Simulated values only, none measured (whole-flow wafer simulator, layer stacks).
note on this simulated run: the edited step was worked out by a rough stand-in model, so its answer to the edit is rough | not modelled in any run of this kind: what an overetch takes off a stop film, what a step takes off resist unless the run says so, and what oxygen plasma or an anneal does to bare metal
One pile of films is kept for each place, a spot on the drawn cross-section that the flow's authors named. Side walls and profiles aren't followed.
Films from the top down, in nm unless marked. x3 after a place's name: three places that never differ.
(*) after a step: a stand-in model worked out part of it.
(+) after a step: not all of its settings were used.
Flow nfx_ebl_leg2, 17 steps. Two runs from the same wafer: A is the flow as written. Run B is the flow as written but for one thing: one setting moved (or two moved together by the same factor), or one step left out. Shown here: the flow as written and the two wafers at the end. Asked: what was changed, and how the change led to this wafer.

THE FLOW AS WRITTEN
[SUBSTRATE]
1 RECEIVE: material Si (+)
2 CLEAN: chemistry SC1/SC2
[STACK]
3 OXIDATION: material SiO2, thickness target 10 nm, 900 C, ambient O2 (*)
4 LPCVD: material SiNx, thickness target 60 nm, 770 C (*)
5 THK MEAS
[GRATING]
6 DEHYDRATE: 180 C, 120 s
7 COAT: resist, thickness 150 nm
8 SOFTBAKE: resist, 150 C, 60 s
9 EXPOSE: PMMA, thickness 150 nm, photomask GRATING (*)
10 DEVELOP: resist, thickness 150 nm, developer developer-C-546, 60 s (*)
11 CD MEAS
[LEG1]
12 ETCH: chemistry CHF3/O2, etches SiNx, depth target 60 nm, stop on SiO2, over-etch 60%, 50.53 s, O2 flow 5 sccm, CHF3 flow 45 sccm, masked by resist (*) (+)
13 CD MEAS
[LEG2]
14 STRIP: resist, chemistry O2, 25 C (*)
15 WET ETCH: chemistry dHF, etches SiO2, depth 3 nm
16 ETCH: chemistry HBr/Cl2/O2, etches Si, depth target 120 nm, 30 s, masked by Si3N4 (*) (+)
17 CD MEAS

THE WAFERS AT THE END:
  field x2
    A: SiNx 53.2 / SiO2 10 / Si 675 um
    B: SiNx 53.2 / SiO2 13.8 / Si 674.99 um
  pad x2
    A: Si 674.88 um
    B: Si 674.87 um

The cause: step 3, OXIDATION: thickness target 13.8 nm was run, where the flow has thickness target 10 nm.
It can be read off the wafer: field x2 has SiO2 13.8, and step 3 as written asks for 10 nm.

How the change led to this, step by step:
  3 OXIDATION: material SiO2, thickness target 10 nm, 900 C, ambient O2 (*)
      field x2, pad x2: A SiO2 +10 (new film), chemical SiO2 -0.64 (all of it), Si -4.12 | B SiO2 +13.8 (new film), chemical SiO2 -0.64 (all of it), Si -5.79
  12 ETCH: chemistry CHF3/O2, etches SiNx, depth target 60 nm, stop on SiO2, over-etch 60%, 50.53 s, O2 flow 5 sccm, CHF3 flow 45 sccm, masked by resist (*) (+)
      pad x2: A SiNx -60 (all of it), SiO2 -10 (all of it) | B SiNx -60 (all of it), SiO2 -13.8 (all of it)
